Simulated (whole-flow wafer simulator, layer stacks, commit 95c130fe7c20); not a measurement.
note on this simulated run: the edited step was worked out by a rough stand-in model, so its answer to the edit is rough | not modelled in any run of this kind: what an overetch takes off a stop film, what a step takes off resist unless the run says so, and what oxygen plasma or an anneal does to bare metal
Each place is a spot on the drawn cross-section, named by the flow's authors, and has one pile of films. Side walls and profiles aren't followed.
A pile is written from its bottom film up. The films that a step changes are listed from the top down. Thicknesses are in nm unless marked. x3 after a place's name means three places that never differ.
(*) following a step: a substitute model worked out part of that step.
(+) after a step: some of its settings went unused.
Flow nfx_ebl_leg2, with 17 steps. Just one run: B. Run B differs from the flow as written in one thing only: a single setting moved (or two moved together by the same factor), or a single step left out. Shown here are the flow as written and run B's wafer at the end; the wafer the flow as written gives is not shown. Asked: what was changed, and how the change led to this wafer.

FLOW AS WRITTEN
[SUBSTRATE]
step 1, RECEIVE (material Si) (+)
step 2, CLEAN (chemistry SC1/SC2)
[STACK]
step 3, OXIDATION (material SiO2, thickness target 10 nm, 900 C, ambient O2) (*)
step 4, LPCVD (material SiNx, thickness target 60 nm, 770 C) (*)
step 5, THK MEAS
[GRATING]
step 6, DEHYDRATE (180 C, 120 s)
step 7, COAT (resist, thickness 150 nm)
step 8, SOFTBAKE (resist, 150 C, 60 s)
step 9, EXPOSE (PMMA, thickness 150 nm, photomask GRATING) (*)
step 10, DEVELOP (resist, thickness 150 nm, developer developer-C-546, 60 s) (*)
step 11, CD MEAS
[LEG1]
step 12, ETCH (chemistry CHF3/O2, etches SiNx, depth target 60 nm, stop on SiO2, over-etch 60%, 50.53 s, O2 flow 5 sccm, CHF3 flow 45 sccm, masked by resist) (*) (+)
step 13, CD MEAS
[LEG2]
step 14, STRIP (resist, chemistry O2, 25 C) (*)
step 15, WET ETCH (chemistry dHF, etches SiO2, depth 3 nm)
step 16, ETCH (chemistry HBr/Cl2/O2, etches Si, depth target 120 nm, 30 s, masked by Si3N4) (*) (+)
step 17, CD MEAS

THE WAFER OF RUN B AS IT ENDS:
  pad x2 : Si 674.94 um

Cause: step 16, ETCH: depth target 57 nm was run, though the flow has depth target 120 nm.

How this came from the change, step by step:
  step 16, ETCH (chemistry HBr/Cl2/O2, etches Si, depth target 120 nm, 30 s, masked by Si3N4) (*) (+)
      pad x2: -57 Si (it would be, as written: -120 Si)
